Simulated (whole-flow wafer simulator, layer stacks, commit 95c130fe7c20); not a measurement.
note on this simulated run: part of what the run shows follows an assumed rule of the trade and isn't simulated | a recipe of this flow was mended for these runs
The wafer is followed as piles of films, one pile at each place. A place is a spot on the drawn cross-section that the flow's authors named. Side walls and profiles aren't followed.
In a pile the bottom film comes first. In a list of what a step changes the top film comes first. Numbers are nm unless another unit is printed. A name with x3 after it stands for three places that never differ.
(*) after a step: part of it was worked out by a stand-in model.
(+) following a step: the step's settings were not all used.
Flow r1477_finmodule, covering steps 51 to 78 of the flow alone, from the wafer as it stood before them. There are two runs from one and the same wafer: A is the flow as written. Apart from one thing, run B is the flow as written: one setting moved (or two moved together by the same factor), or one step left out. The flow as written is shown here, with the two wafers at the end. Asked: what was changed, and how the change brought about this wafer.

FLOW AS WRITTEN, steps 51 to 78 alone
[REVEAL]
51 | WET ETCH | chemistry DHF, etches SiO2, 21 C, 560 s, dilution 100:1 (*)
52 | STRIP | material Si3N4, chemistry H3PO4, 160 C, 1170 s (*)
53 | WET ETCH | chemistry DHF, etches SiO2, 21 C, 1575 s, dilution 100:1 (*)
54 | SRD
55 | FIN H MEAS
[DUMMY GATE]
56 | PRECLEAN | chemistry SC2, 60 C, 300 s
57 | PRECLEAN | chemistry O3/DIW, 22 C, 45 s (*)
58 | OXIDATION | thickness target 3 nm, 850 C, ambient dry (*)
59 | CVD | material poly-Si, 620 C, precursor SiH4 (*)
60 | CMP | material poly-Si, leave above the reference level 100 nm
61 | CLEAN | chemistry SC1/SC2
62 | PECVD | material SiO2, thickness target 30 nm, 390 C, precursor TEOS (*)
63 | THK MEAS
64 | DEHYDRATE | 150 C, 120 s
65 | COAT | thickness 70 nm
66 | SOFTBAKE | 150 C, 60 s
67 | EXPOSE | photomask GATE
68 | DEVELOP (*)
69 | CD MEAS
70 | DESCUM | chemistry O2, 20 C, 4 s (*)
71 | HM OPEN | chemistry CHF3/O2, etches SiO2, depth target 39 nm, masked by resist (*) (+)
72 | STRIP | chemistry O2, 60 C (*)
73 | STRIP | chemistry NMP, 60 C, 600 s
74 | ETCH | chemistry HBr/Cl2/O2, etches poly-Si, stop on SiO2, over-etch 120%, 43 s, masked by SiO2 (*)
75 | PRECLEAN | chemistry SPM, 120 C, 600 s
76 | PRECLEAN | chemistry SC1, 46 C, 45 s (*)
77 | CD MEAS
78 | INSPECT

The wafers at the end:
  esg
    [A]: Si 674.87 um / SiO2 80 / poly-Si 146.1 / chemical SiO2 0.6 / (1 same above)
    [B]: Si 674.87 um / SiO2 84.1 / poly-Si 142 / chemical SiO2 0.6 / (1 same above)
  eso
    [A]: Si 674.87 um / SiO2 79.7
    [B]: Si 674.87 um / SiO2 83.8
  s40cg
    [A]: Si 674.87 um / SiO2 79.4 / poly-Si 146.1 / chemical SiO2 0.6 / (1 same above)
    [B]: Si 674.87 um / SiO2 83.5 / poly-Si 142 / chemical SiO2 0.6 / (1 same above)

Cause: step 53, WET ETCH: 19.7 C was run, while the flow as written has 21 C.

Step by step, how the change led to this:
  53 | WET ETCH | chemistry DHF, etches SiO2, 21 C, 1575 s, dilution 100:1 (*)
      esg, e40sg, e100sg and 17 more: A SiO2 loses 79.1 | B SiO2 loses 75
      pad, padg: A SiO2 loses 85.7 | B SiO2 loses 81.2
  60 | CMP | material poly-Si, leave above the reference level 100 nm
      pad, padg: A poly-Si loses 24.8 | B poly-Si loses 29.2
  74 | ETCH | chemistry HBr/Cl2/O2, etches poly-Si, stop on SiO2, over-etch 120%, 43 s, masked by SiO2 (*)
      eso, e40so, e100so and 7 more: A chemical SiO2 loses 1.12 (all of it), poly-Si loses 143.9 (all of it), SiO2 loses 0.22 | B chemical SiO2 loses 1.12 (all of it), poly-Si loses 139.8 (all of it), SiO2 loses 0.24
      pad: A chemical SiO2 loses 1.12 (all of it), poly-Si loses 152.8 (all of it), SiO2 loses 0.17 | B chemical SiO2 loses 1.12 (all of it), poly-Si loses 148.4 (all of it), SiO2 loses 0.19
